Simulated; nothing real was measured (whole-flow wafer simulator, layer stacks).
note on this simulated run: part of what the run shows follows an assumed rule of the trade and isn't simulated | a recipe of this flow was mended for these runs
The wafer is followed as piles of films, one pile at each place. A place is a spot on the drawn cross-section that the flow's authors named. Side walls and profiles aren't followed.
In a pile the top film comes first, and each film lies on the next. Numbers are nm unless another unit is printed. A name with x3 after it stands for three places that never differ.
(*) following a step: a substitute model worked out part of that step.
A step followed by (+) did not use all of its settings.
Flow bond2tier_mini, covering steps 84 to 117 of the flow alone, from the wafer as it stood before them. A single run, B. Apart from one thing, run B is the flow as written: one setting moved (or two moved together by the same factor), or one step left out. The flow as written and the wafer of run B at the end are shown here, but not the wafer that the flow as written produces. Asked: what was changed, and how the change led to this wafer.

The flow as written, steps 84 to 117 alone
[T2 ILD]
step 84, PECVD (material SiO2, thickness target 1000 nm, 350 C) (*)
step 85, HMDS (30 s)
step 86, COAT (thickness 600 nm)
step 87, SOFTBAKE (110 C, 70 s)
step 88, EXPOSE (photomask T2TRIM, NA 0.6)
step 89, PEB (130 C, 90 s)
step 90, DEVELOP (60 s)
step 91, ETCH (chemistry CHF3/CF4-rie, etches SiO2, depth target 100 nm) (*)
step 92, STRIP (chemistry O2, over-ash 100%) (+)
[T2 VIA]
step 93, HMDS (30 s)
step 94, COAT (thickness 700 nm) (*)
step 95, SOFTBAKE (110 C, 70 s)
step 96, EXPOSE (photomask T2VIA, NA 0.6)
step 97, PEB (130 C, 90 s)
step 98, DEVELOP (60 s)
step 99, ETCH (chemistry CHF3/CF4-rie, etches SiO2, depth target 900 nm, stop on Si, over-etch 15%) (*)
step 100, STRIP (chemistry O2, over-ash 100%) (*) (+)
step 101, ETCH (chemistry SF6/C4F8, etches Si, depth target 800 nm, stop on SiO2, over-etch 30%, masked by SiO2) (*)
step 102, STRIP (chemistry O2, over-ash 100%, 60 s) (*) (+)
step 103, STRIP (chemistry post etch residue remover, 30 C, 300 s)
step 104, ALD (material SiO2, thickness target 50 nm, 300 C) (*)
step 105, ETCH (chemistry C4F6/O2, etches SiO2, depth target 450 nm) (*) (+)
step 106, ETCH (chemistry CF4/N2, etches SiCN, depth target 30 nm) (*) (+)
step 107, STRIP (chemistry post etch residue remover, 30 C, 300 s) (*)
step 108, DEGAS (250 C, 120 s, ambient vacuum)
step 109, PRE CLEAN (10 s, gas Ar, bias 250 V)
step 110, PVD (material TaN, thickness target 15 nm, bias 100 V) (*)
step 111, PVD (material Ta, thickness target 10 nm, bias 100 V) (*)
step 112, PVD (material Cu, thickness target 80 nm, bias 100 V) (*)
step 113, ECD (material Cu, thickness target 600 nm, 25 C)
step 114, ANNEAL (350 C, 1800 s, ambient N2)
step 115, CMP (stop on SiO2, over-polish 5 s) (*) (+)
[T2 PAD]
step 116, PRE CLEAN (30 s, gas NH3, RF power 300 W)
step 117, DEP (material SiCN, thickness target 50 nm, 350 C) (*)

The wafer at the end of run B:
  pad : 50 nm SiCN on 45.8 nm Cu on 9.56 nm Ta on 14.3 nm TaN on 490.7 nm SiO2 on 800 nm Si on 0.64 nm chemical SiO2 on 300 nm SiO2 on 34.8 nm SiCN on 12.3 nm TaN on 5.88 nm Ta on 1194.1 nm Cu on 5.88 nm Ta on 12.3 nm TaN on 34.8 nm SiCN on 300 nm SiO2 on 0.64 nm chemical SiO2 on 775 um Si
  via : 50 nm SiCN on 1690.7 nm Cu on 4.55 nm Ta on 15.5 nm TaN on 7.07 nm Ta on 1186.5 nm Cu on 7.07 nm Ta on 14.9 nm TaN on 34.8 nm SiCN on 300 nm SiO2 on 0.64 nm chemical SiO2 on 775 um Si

The reason: step 91, ETCH: depth target 76 nm was run, whereas the flow has depth target 100 nm.

How this came from the change, step by step:
  step 91, ETCH (chemistry CHF3/CF4-rie, etches SiO2, depth target 100 nm) (*)
      pad, via: SiO2 loses 76 (as written it would have been: SiO2 loses 100)
      field: thick-KrF-resist loses 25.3 (as written it would have been: thick-KrF-resist loses 33.3)
  step 99, ETCH (chemistry CHF3/CF4-rie, etches SiO2, depth target 900 nm, stop on Si, over-etch 15%) (*)
      via: SiO2 loses 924 (all of it), Si loses 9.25 (as written it would have been: SiO2 loses 900 (all of it), Si loses 11.2)
  step 100, STRIP (chemistry O2, over-ash 100%) (*) (+)
      field: thick-KrF-resist loses 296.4 (all of it) (as written it would have been: thick-KrF-resist loses 286.6 (all of it))
      pad: thick-KrF-resist loses 362.7 (all of it) (as written it would have been: thick-KrF-resist loses 372.9 (all of it))
  step 113, ECD (material Cu, thickness target 600 nm, 25 C)
      pad: Cu gains 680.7 (as written it would have been: Cu gains 706.1)
